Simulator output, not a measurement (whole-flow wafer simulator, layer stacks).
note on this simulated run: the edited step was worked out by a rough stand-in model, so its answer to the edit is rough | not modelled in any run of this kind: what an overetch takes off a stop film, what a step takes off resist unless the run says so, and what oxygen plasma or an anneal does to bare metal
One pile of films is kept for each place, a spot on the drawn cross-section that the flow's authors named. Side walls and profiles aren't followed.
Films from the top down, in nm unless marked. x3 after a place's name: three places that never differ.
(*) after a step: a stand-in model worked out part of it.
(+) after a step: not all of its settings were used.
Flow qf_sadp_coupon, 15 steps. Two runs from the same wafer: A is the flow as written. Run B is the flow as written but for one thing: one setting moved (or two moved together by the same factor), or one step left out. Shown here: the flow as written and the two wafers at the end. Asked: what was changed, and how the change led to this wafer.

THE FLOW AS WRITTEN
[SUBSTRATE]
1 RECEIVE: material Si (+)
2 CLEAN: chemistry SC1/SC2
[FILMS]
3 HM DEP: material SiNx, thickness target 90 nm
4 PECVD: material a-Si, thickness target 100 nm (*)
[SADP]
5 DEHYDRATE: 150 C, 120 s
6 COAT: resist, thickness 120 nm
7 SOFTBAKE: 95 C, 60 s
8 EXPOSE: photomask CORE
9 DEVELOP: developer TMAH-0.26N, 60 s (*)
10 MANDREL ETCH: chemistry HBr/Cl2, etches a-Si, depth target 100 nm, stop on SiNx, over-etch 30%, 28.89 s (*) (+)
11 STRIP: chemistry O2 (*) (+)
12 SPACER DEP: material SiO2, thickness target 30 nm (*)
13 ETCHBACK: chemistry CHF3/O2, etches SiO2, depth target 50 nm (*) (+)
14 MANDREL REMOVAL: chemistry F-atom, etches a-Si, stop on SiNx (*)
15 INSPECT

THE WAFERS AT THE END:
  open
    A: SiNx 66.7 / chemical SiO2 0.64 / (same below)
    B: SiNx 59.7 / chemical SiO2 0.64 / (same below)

The cause: step 10, MANDREL ETCH: depth target 137.5 nm was run, where the flow has depth target 100 nm; step 10, MANDREL ETCH: 39.72 s was run, where the flow has 28.89 s.

How the change led to this, step by step:
  10 MANDREL ETCH: chemistry HBr/Cl2, etches a-Si, depth target 100 nm, stop on SiNx, over-etch 30%, 28.89 s (*) (+)
      m: A resist -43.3 | B resist -59.6
      open: A a-Si -100 (all of it), SiNx -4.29 | B a-Si -100 (all of it), SiNx -11.2
  11 STRIP: chemistry O2 (*) (+)
      m: A chemical SiO2 +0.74 (new film), resist -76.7 (all of it), a-Si -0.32 | B chemical SiO2 +0.75 (new film), resist -60.4 (all of it), a-Si -0.33
